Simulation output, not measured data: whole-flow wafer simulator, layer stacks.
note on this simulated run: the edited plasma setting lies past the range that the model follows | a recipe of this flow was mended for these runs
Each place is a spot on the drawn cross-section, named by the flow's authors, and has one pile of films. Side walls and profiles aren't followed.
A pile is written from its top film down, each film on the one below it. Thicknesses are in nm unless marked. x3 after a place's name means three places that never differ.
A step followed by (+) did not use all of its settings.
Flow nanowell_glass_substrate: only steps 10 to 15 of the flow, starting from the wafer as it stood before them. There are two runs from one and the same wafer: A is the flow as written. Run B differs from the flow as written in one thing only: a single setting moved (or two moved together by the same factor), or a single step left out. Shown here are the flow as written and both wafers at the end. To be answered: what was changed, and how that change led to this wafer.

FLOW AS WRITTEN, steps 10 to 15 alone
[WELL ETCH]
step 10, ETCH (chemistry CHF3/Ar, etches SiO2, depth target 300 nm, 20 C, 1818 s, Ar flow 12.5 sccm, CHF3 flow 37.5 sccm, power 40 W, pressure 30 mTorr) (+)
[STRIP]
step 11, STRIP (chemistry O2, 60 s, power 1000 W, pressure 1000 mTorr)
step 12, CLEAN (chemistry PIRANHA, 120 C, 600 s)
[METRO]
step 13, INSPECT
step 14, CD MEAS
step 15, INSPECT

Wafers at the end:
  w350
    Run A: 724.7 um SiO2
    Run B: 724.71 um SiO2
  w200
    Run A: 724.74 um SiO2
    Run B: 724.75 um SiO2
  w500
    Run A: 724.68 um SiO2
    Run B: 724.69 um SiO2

The reason: step 10, ETCH: Ar flow 20 sccm was run, whereas the flow has Ar flow 12.5 sccm.

The path from the change to this, step by step:
  step 10, ETCH (chemistry CHF3/Ar, etches SiO2, depth target 300 nm, 20 C, 1818 s, Ar flow 12.5 sccm, CHF3 flow 37.5 sccm, power 40 W, pressure 30 mTorr) (+)
      w350: A SiO2 loses 300 | B SiO2 loses 289.8
      w200: A SiO2 loses 260.5 | B SiO2 loses 252.1
      (as well as at 2 more places)
  step 11, STRIP (chemistry O2, 60 s, power 1000 W, pressure 1000 mTorr)
      land: A UV-NIL-ACRYLATE loses 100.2 (all of it) | B UV-NIL-ACRYLATE loses 97 (all of it)
